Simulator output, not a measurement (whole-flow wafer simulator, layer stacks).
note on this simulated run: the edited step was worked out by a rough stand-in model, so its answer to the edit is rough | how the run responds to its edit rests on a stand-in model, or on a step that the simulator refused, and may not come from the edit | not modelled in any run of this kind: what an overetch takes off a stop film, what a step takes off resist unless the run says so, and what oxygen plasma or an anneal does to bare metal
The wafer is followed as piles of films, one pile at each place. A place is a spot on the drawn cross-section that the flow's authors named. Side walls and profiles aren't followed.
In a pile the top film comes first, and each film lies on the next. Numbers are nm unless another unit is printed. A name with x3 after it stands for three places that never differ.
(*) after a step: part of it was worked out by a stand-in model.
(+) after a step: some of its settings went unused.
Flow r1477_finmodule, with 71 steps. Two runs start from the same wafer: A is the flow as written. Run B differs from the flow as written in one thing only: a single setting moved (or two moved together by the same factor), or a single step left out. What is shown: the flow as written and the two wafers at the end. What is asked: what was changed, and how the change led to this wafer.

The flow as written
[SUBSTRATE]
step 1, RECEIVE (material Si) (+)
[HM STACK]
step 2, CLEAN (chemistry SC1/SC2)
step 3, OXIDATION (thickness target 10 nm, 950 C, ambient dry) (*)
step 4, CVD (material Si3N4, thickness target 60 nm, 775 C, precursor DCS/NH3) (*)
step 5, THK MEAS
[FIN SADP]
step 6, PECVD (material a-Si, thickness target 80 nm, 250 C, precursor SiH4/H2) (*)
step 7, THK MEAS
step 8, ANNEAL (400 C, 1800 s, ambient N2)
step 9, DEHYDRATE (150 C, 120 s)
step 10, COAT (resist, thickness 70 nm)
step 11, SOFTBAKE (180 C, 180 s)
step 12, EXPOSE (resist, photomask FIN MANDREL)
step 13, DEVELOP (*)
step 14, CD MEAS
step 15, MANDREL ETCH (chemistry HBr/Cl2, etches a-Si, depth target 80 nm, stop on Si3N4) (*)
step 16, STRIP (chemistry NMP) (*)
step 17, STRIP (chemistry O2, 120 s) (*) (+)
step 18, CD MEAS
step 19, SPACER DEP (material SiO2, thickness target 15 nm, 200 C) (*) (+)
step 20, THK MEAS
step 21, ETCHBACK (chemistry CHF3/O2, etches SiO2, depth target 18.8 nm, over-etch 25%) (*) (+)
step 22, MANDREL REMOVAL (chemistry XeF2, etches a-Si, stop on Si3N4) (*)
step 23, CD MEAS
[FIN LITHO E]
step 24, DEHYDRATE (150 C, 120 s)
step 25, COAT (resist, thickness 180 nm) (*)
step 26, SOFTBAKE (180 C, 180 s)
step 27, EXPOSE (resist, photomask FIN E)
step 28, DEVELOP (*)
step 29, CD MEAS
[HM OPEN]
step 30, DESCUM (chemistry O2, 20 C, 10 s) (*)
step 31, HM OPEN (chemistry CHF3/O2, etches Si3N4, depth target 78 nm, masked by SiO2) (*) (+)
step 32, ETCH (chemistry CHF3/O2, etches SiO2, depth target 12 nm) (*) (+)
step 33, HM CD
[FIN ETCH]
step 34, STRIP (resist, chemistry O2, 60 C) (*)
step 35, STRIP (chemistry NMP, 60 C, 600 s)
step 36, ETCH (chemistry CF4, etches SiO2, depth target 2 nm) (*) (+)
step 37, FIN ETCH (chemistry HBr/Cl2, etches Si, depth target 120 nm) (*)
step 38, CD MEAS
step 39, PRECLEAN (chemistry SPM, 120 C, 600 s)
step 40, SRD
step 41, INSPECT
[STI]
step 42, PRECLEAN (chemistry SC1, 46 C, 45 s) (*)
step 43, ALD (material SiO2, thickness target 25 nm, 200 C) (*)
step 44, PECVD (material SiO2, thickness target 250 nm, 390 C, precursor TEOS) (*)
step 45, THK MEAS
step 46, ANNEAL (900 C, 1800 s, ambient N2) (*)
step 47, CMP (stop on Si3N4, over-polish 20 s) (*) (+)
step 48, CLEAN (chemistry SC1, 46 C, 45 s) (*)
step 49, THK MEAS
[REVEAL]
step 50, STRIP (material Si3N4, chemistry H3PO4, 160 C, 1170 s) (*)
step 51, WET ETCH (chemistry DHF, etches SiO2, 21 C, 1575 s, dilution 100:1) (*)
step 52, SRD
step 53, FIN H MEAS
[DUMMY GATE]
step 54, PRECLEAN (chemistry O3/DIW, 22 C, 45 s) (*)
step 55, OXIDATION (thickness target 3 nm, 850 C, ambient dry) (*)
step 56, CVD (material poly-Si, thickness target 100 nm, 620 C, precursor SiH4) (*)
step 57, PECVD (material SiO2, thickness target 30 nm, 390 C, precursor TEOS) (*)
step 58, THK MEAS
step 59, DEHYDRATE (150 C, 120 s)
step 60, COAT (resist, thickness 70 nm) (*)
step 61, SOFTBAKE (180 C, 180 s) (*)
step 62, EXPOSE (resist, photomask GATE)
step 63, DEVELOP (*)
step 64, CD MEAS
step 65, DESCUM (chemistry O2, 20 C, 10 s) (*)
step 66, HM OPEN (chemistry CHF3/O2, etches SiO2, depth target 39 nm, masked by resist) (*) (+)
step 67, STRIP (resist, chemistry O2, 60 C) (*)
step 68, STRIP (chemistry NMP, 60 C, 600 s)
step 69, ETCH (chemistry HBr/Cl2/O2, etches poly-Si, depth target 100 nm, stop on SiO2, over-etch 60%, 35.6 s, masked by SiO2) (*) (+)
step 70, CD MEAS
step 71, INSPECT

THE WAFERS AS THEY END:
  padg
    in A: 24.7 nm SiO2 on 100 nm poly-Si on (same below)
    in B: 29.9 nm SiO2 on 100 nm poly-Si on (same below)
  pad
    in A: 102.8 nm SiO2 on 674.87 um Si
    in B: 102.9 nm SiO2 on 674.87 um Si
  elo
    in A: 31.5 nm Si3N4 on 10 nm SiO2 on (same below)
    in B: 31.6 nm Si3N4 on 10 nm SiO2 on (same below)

Cause: step 57, PECVD: thickness target 35.2 nm was run, while the flow as written has thickness target 30 nm.

The path from the change to this, step by step:
  step 57, PECVD (material SiO2, thickness target 30 nm, 390 C, precursor TEOS) (*)
      pad, padg, elg and 33 more: A SiO2 gains 30 (new film) | B SiO2 gains 35.2 (new film)
  step 66, HM OPEN (chemistry CHF3/O2, etches SiO2, depth target 39 nm, masked by resist) (*) (+)
      pad, elo, eso and 15 more: A SiO2 loses 30 (all of it), poly-Si loses 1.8 | B SiO2 loses 35.2 (all of it), poly-Si loses 0.76
